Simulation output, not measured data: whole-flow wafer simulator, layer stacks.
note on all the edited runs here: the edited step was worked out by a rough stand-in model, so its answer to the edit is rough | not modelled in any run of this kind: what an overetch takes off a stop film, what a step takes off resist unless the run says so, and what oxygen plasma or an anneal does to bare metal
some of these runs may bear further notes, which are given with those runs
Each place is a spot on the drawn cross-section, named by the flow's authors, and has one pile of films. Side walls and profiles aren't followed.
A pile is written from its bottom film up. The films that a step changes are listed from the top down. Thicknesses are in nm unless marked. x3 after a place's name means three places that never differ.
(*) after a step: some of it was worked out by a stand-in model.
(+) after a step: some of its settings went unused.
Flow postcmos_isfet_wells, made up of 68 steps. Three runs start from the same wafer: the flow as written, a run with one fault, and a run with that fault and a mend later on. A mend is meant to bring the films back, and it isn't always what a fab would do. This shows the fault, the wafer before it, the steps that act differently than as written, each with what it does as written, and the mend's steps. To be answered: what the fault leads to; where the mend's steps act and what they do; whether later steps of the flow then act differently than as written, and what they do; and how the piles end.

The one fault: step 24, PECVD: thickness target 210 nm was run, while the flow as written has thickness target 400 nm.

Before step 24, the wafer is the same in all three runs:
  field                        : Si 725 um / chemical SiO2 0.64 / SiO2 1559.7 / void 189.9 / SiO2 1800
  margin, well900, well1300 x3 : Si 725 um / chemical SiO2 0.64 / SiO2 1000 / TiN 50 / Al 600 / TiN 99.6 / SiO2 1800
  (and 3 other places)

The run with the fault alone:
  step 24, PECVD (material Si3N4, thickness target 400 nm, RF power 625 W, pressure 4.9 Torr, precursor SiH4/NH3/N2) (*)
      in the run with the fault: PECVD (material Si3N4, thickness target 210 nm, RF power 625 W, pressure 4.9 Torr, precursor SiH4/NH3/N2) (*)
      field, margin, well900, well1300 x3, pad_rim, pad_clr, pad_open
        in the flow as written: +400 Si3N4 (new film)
        in the run with the fault: +210 Si3N4 (new film)
  Steps later in the flow that act otherwise than as written (2 more steps, not shown, differ only slightly: by at most 2% or 0.5 nm, whichever is larger):
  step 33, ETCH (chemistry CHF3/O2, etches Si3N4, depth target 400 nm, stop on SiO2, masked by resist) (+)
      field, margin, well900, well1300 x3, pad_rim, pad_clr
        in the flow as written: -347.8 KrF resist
        in the run with the fault: -273.9 KrF resist
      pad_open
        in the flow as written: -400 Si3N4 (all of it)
        in the run with the fault: -210 Si3N4 (all of it)
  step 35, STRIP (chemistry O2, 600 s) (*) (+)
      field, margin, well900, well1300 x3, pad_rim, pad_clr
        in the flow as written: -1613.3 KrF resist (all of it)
        in the run with the fault: -1687.2 KrF resist (all of it)
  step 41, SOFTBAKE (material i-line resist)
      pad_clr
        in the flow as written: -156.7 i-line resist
        in the run with the fault: -137.8 i-line resist
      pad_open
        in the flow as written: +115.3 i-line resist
        in the run with the fault: +106.9 i-line resist
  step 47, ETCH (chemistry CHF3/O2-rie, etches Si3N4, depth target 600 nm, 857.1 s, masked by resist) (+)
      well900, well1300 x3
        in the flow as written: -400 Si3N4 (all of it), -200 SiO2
        in the run with the fault: -210 Si3N4 (all of it), -390 SiO2
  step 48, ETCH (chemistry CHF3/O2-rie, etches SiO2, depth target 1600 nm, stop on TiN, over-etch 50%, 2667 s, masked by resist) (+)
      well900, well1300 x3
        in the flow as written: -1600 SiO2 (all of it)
        in the run with the fault: -1410 SiO2 (all of it)
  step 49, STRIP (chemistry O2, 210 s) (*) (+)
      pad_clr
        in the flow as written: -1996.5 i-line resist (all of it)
        in the run with the fault: -2074.7 i-line resist (all of it)
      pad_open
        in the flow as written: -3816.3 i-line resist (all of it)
        in the run with the fault: -3739.7 i-line resist (all of it)
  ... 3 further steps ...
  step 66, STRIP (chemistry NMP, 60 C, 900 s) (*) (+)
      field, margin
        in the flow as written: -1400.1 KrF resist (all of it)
        in the run with the fault: -1490.2 KrF resist (all of it)
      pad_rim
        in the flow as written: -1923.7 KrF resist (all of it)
        in the run with the fault: -1965.9 KrF resist (all of it)
  At field, margin, pad_rim, pad_clr, the piles at the end differ from the flow's by more than 2% or 0.5 nm, whichever is larger.
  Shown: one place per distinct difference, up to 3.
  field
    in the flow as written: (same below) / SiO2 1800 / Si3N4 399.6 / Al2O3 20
    in the run with the fault: (same below) / SiO2 1800 / Si3N4 209.6 / Al2O3 20
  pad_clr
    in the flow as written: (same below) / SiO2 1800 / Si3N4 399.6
    in the run with the fault: (same below) / SiO2 1800 / Si3N4 209.6

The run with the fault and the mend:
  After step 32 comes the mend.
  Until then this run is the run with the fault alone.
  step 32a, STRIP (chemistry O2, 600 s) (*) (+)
      field, margin, well900, well1300 x3, pad_rim, pad_clr
        -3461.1 KrF resist (all of it)
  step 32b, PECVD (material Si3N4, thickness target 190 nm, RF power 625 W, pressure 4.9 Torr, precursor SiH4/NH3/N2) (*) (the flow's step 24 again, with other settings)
      field, margin, well900, well1300 x3, pad_rim, pad_clr, pad_open
        +190 Si3N4
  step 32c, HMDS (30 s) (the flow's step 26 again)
      leaves every film unchanged at each place that is followed
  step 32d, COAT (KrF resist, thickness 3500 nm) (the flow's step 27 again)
      field, margin, well900, well1300 x3, pad_rim, pad_clr, pad_open
        +3500 KrF resist (new film)
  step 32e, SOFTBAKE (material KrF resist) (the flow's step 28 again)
      leaves every film unchanged at each place that is followed
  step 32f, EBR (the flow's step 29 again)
      leaves every film unchanged at each place that is followed
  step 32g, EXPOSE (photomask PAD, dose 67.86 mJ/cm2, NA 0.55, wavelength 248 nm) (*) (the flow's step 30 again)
      leaves every film unchanged at each place that is followed
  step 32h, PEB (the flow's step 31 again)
      field, margin, well900, well1300 x3, pad_rim, pad_clr, pad_open
        -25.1 KrF resist
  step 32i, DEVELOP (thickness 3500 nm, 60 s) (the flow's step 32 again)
      field, margin, well900, well1300 x3, pad_rim, pad_clr
        -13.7 KrF resist
      pad_open
        -3474.9 KrF resist (all of it)
  Later steps of the flow that are run all act as written at every place that is followed.
  At every place that both follow, the piles at the end match the flow's.
